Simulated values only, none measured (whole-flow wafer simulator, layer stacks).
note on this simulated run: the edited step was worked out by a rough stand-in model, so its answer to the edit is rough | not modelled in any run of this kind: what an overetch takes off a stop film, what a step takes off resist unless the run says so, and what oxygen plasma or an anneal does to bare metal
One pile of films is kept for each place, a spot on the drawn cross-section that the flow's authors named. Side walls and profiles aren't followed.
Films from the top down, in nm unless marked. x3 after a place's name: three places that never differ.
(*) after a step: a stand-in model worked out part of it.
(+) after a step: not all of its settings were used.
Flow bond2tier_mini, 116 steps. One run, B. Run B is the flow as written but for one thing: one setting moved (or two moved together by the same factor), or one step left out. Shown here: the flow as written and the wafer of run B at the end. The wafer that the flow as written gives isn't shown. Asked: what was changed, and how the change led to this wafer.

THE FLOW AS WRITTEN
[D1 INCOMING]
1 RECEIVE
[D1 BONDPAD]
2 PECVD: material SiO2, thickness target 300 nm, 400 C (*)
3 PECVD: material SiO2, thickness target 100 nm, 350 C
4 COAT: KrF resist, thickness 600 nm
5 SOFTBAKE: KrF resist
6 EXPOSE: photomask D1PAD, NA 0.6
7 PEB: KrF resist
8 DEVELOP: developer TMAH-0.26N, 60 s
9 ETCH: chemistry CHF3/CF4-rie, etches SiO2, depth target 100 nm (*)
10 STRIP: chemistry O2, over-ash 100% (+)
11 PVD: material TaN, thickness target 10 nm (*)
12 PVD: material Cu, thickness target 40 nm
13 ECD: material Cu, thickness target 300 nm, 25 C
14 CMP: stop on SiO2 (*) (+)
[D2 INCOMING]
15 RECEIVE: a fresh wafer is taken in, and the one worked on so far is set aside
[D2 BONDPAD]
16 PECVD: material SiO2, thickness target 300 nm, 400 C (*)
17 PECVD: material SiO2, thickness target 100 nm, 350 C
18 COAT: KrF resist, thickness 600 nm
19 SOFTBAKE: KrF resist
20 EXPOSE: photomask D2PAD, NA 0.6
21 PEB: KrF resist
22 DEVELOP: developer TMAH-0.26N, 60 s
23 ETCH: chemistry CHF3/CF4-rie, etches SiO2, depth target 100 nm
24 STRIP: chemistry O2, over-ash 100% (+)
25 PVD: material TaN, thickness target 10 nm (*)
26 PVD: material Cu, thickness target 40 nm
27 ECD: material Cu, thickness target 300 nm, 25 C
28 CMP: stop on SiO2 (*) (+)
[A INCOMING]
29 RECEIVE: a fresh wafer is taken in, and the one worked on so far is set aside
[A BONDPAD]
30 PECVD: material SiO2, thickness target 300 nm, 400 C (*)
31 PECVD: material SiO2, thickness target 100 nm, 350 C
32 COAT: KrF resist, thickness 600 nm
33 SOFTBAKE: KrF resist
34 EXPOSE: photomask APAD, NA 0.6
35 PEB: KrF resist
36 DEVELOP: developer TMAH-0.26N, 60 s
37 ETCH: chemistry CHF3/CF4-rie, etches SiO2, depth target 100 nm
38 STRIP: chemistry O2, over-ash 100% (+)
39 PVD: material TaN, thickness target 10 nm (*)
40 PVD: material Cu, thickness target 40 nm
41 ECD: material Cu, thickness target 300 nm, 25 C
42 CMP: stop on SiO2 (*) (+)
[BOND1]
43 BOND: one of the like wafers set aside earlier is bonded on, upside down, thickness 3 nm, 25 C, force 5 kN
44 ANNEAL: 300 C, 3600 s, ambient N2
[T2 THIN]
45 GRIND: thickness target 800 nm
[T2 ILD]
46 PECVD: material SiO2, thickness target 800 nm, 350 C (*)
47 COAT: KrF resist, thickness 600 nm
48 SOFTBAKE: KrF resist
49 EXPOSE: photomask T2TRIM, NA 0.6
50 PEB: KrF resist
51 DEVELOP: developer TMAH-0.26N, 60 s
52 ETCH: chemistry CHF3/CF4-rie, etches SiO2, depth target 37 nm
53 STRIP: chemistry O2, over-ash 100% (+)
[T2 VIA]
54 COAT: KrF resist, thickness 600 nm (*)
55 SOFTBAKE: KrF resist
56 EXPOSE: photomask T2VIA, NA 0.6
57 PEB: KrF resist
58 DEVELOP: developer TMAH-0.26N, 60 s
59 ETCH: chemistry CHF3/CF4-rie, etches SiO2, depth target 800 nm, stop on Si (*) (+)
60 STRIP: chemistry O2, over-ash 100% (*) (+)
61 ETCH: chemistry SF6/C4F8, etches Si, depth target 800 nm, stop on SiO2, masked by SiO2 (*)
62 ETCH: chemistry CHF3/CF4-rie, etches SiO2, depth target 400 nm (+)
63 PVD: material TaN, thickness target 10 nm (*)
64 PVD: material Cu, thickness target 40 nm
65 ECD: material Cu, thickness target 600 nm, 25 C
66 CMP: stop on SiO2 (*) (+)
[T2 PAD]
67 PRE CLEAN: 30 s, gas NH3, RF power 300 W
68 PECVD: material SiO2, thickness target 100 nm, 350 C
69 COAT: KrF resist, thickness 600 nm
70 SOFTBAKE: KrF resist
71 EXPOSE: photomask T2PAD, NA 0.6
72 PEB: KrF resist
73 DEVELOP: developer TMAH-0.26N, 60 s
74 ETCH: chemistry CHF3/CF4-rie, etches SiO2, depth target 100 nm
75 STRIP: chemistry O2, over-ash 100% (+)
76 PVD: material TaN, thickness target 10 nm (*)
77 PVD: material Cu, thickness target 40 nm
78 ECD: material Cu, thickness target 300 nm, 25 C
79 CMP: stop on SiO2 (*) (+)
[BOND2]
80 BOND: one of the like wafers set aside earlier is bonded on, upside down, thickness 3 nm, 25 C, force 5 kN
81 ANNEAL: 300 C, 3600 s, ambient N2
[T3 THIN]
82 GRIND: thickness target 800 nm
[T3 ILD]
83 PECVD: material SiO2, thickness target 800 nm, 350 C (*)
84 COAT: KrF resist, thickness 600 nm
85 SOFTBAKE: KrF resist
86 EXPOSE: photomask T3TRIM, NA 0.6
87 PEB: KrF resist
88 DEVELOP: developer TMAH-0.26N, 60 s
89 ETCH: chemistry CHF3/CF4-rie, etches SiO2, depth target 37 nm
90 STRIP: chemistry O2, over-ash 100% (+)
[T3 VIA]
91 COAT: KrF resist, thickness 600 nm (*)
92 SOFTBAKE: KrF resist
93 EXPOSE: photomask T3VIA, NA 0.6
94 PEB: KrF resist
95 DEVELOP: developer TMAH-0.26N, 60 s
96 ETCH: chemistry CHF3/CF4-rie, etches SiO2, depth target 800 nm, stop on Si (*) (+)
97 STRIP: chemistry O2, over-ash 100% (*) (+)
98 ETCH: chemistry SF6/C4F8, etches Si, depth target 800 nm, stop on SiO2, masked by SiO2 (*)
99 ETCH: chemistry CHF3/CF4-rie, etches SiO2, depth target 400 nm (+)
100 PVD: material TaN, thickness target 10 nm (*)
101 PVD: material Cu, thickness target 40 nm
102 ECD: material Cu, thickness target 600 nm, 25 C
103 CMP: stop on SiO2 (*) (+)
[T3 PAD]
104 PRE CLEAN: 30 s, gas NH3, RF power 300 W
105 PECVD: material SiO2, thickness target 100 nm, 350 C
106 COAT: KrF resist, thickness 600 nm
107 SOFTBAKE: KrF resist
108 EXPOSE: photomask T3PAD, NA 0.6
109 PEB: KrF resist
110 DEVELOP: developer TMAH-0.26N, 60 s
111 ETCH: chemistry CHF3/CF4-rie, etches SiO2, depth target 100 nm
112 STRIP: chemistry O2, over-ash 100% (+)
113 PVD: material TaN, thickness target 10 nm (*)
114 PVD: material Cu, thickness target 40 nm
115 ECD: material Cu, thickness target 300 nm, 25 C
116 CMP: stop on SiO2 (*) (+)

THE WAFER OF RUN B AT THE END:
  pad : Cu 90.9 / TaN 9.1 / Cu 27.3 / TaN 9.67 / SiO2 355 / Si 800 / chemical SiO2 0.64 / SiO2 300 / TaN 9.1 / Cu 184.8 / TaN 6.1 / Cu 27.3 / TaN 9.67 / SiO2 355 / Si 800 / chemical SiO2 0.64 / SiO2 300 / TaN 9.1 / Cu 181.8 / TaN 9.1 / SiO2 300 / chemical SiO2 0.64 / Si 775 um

The cause: step 76, PVD: thickness target 6.7 nm was run, where the flow has thickness target 10 nm.

How the change led to this, step by step:
  76 PVD: material TaN, thickness target 10 nm (*)
      field: TaN +6.7 (new film) (as written it would be: TaN +10 (new film))
      pad: TaN +6.1 (new film) (as written it would be: TaN +9.1 (new film))
  79 CMP: stop on SiO2 (*) (+)
      field: Cu -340 (all of it), TaN -6.7 (all of it) (as written it would be: Cu -340 (all of it), TaN -10 (all of it))
